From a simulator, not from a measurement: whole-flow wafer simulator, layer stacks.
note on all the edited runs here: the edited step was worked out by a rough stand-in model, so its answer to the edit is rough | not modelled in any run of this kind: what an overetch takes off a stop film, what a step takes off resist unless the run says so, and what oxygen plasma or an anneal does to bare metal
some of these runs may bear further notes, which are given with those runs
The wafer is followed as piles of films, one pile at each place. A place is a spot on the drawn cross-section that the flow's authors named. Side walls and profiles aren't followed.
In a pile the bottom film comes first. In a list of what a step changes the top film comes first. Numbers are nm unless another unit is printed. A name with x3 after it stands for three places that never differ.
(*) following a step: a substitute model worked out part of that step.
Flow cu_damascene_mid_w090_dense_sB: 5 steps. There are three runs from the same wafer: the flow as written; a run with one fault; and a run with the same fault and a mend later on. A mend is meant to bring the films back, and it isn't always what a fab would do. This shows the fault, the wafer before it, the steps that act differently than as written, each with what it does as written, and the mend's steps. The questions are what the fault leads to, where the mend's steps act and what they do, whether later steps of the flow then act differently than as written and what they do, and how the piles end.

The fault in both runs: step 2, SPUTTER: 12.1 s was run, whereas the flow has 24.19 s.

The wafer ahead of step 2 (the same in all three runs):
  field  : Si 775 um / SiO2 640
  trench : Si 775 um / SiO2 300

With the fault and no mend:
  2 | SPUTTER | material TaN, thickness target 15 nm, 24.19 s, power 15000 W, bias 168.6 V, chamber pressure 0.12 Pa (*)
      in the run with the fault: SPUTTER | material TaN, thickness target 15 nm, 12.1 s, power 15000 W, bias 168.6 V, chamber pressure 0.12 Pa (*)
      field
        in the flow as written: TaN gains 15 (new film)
        in the run with the fault: TaN gains 7.5 (new film)
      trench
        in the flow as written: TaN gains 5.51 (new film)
        in the run with the fault: TaN gains 2.76 (new film)
  Steps further on in the flow that do not act as written (not shown: 2 more steps that differ only slightly, by at most 2% or 0.5 nm, whichever is larger):
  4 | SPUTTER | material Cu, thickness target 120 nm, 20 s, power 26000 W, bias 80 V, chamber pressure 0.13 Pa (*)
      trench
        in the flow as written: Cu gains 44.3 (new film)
        in the run with the fault: Cu gains 45.5 (new film)
  The piles end different from the flow's at field, trench by more than 2% or 0.5 nm, whichever is larger.
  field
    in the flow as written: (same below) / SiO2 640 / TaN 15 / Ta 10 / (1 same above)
    in the run with the fault: (same below) / SiO2 640 / TaN 7.5 / Ta 10 / (1 same above)
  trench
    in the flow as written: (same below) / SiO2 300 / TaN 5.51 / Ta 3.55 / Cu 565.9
    in the run with the fault: (same below) / SiO2 300 / TaN 2.76 / Ta 3.66 / Cu 561.1

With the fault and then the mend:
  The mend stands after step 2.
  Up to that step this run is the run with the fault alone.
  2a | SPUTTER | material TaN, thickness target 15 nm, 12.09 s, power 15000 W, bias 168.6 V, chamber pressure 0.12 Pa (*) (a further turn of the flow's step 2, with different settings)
      field
        TaN gains 7.5
      trench
        TaN gains 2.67
  None of the later steps of the flow differs from how it acts as written, at any place that is followed, by more than 2% or 0.5 nm, whichever is larger.
  When the end is reached, the piles differ only a little from the flow's at the places that both follow, at most by 2% or 0.5 nm, whichever is larger.
